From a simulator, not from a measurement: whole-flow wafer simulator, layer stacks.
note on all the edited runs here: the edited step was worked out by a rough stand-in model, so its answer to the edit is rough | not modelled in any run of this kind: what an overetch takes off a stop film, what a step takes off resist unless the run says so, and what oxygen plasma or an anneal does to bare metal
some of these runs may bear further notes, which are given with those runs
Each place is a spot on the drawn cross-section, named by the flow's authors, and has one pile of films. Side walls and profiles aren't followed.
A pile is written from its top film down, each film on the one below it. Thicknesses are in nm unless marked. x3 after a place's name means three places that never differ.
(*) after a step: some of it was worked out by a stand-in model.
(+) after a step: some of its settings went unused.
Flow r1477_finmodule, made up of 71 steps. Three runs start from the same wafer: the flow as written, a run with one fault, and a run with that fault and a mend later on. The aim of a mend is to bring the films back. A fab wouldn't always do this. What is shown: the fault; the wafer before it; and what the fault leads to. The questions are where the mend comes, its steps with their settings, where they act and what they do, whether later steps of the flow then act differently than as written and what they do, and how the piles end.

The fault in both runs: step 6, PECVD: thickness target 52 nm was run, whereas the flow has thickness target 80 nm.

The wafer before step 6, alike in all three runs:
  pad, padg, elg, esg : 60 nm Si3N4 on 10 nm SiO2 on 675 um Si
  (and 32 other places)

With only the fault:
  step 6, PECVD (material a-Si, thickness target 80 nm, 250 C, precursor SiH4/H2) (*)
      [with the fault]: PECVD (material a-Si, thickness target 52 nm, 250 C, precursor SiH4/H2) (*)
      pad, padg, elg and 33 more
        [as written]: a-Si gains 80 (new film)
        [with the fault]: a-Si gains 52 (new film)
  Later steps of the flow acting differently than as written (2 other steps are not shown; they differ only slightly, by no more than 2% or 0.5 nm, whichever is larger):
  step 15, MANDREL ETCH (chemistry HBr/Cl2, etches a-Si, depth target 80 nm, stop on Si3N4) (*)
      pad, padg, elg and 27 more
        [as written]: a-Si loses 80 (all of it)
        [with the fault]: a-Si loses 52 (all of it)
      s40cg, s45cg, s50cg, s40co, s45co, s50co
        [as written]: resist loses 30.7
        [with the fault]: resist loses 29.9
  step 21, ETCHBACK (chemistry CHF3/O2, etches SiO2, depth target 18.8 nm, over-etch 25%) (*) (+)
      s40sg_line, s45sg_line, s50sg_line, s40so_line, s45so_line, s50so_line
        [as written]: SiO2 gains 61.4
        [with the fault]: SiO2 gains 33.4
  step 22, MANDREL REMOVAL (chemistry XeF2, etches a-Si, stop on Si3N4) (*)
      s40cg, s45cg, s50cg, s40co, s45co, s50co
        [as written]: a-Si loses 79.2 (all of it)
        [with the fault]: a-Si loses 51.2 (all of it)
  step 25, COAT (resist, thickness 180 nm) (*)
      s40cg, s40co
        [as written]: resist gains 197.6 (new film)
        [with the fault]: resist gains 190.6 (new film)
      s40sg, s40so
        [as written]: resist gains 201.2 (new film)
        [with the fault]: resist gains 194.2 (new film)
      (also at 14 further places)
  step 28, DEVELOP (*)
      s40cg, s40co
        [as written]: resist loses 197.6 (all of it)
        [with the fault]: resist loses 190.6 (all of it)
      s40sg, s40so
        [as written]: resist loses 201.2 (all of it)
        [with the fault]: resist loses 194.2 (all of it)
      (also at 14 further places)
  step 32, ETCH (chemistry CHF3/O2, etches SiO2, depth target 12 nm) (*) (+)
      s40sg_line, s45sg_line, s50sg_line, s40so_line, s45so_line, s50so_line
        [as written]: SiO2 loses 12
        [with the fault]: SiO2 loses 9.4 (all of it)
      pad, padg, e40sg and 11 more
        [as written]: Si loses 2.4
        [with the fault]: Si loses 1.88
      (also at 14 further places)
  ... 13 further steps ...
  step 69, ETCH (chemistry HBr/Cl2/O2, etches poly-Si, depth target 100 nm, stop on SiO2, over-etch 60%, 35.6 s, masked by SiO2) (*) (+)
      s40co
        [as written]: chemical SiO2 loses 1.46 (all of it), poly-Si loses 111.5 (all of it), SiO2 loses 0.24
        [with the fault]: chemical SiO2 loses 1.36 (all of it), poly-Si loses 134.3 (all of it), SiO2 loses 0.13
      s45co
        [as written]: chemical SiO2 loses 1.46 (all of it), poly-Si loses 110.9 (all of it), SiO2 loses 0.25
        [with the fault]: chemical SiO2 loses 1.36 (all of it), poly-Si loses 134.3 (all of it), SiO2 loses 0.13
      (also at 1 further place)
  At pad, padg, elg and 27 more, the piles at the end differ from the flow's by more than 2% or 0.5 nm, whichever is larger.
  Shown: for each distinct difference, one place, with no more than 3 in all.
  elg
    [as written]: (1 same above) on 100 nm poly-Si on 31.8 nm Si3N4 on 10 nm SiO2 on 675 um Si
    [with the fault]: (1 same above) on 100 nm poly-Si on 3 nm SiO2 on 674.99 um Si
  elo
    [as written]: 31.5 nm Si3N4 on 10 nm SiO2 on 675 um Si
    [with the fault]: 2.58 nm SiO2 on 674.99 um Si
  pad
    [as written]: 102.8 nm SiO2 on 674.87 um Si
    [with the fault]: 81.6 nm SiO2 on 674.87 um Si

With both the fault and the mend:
  The mend follows step 7.
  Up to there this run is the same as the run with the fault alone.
  step 7a, PECVD (material a-Si, thickness target 28 nm, 250 C, precursor SiH4/H2) (*) (the flow's step 6 again, with other settings)
      pad, padg, elg and 33 more
        a-Si gains 28
  Every later step of the flow that is run acts as written at every place that is followed.
  By the end, the piles equal the flow's at every place that both follow.
